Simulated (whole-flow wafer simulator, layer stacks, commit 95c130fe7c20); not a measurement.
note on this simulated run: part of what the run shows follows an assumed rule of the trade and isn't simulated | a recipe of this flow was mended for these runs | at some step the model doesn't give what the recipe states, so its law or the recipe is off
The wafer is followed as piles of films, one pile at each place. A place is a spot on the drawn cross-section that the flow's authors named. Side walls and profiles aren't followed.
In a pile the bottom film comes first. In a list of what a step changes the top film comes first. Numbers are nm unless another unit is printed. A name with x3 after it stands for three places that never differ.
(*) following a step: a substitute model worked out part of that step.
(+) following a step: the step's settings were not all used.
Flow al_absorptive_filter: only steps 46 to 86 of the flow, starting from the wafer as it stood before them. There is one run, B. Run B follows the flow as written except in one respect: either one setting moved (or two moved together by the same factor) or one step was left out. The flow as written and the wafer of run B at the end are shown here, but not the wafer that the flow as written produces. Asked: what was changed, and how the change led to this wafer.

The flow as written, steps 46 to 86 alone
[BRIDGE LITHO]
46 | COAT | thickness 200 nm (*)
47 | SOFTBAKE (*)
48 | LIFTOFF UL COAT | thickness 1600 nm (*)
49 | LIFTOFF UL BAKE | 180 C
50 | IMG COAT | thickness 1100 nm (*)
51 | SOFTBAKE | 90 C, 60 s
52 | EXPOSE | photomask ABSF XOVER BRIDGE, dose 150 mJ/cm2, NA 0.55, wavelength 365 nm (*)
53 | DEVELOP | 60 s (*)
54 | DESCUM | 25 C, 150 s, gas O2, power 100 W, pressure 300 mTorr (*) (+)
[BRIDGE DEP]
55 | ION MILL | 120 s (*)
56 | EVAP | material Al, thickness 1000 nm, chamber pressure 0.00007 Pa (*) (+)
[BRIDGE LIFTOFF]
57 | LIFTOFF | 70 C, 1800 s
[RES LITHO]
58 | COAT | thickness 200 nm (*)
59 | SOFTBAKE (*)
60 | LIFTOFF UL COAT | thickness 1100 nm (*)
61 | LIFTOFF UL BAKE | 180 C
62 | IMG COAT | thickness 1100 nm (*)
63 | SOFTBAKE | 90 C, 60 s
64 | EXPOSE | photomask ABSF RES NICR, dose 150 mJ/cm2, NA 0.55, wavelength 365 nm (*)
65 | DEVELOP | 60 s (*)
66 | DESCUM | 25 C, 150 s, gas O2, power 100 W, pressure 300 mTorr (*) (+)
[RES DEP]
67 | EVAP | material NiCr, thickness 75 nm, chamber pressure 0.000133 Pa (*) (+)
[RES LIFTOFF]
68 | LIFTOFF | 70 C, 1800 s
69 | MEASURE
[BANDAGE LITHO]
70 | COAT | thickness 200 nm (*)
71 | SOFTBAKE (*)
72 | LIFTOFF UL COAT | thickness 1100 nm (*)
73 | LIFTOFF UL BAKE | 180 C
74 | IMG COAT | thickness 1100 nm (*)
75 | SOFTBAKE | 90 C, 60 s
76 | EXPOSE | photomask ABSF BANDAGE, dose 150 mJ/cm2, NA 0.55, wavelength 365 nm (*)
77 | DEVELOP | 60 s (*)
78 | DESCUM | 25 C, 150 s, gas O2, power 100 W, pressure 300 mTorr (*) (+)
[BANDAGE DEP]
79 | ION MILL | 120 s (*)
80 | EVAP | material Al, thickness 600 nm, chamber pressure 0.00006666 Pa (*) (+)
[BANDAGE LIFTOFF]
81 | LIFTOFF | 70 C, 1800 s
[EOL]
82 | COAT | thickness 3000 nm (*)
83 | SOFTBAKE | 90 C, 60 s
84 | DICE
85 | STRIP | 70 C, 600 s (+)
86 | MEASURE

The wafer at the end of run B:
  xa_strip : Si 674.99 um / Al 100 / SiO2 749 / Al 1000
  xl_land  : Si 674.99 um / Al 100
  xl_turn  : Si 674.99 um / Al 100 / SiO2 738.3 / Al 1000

What caused this: step 54, DESCUM: 71 s was run, whereas the flow has 150 s.

The path from the change to this, step by step:
  54 | DESCUM | 25 C, 150 s, gas O2, power 100 W, pressure 300 mTorr (*) (+)
      xa_strip: acrylic-e-beam-resist loses 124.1 (in the flow as written it would be: acrylic-e-beam-resist loses 156.7 (all of it))
      xl_land: acrylic-e-beam-resist loses 124.1 (in the flow as written it would be: acrylic-e-beam-resist loses 218.5 (all of it))
      (also at 11 further places)
  55 | ION MILL | 120 s (*)
      xa_strip: acrylic-e-beam-resist loses 32.6 (all of it), SiO2 loses 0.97 (in the flow as written it would be: SiO2 loses 24.3)
      xl_land: acrylic-e-beam-resist loses 34 (in the flow as written it would be: Al loses 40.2)
      (also at 1 further place)
  56 | EVAP | material Al, thickness 1000 nm, chamber pressure 0.00007 Pa (*) (+)
      xl_land: Al gains 1000 (new film) (in the flow as written it would be: Al gains 1000)
  57 | LIFTOFF | 70 C, 1800 s
      xl_land: Al loses 1000 (all of it), acrylic-e-beam-resist loses 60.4 (all of it) (in the flow as written it would be: nothing)
      gnd, xa_field, idc_field: Al loses 1000 (all of it), i-line-resist loses 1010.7 (all of it), lift-off-underlayer loses 1600 (all of it), acrylic-e-beam-resist loses 200 (all of it) (in the flow as written it would be: Al loses 1000 (all of it), i-line-resist loses 941.6 (all of it), lift-off-underlayer loses 1600 (all of it), acrylic-e-beam-resist loses 200 (all of it))
      (also at 7 further places)
  58 | COAT | thickness 200 nm (*)
      xl_gap: acrylic-e-beam-resist gains 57 (new film) (in the flow as written it would be: acrylic-e-beam-resist gains 123.8 (new film))
      xl_turn: acrylic-e-beam-resist gains 79.2 (new film) (in the flow as written it would be: acrylic-e-beam-resist gains 146.6 (new film))
  60 | LIFTOFF UL COAT | thickness 1100 nm (*)
      xl_gap: lift-off-underlayer gains 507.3 (new film) (in the flow as written it would be: lift-off-underlayer gains 831.4 (new film))
      xl_turn: lift-off-underlayer gains 547.4 (new film) (in the flow as written it would be: lift-off-underlayer gains 781.4 (new film))
  62 | IMG COAT | thickness 1100 nm (*)
      xl_gap: i-line-resist gains 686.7 (new film) (in the flow as written it would be: i-line-resist gains 959.3 (new film))
      xl_turn: i-line-resist gains 567.1 (new film) (in the flow as written it would be: i-line-resist gains 903.5 (new film))
  63 | SOFTBAKE | 90 C, 60 s
      xl_gap: i-line-resist loses 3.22 (in the flow as written it would be: i-line-resist loses 1.04)
      xl_turn: i-line-resist loses 4.4 (in the flow as written it would be: i-line-resist loses 2.67)
  68 | LIFTOFF | 70 C, 1800 s
      xa_strip: NiCr loses 75 (all of it), i-line-resist loses 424 (all of it), lift-off-underlayer loses 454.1 (all of it), acrylic-e-beam-resist loses 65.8 (all of it) (in the flow as written it would be: NiCr loses 75 (all of it), i-line-resist loses 433.3 (all of it), lift-off-underlayer loses 459.8 (all of it), acrylic-e-beam-resist loses 66.9 (all of it))
      xl_gap: NiCr loses 75 (all of it), i-line-resist loses 543.6 (all of it), lift-off-underlayer loses 507.3 (all of it), acrylic-e-beam-resist loses 57 (all of it) (in the flow as written it would be: NiCr loses 75 (all of it), i-line-resist loses 818.3 (all of it), lift-off-underlayer loses 831.4 (all of it), acrylic-e-beam-resist loses 123.8 (all of it))
      (also at 1 further place)
  70 | COAT | thickness 200 nm (*)
      xl_gap: acrylic-e-beam-resist gains 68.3 (new film) (in the flow as written it would be: acrylic-e-beam-resist gains 114.6 (new film))
      xl_turn: acrylic-e-beam-resist gains 80.5 (new film) (in the flow as written it would be: acrylic-e-beam-resist gains 144.3 (new film))
  72 | LIFTOFF UL COAT | thickness 1100 nm (*)
      xl_gap: lift-off-underlayer gains 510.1 (new film) (in the flow as written it would be: lift-off-underlayer gains 837.4 (new film))
      xl_turn: lift-off-underlayer gains 562.2 (new film) (in the flow as written it would be: lift-off-underlayer gains 781 (new film))
  74 | IMG COAT | thickness 1100 nm (*)
      xl_gap: i-line-resist gains 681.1 (new film) (in the flow as written it would be: i-line-resist gains 959.2 (new film))
      xl_turn: i-line-resist gains 560.4 (new film) (in the flow as written it would be: i-line-resist gains 902.8 (new film))
  75 | SOFTBAKE | 90 C, 60 s
      xl_gap: i-line-resist loses 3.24 (in the flow as written it would be: i-line-resist loses 1.04)
      xl_turn: i-line-resist loses 4.37 (in the flow as written it would be: i-line-resist loses 2.67)
  81 | LIFTOFF | 70 C, 1800 s
      xa_strip: Al loses 600 (all of it), i-line-resist loses 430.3 (all of it), lift-off-underlayer loses 454.1 (all of it), acrylic-e-beam-resist loses 65.8 (all of it) (in the flow as written it would be: Al loses 600 (all of it), i-line-resist loses 439.6 (all of it), lift-off-underlayer loses 459.8 (all of it), acrylic-e-beam-resist loses 66.9 (all of it))
      xl_gap: Al loses 600 (all of it), i-line-resist loses 544.3 (all of it), lift-off-underlayer loses 510.1 (all of it), acrylic-e-beam-resist loses 68.3 (all of it) (in the flow as written it would be: Al loses 600 (all of it), i-line-resist loses 824.6 (all of it), lift-off-underlayer loses 837.4 (all of it), acrylic-e-beam-resist loses 114.6 (all of it))
      (also at 1 further place)
  82 | COAT | thickness 3000 nm (*)
      xl_gap: i-line-resist gains 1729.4 (new film) (in the flow as written it would be: i-line-resist gains 2468.8 (new film))
      xl_turn: i-line-resist gains 1652.4 (new film) (in the flow as written it would be: i-line-resist gains 2382.6 (new film))
  83 | SOFTBAKE | 90 C, 60 s
      xl_gap: i-line-resist loses 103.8 (in the flow as written it would be: i-line-resist loses 40.9)
      xl_turn: i-line-resist loses 128.5 (in the flow as written it would be: i-line-resist loses 52)
  85 | STRIP | 70 C, 600 s (+)
      xl_gap: i-line-resist loses 1625.6 (all of it) (in the flow as written it would be: i-line-resist loses 2427.9 (all of it))
      xl_turn: i-line-resist loses 1523.9 (all of it) (in the flow as written it would be: i-line-resist loses 2330.6 (all of it))
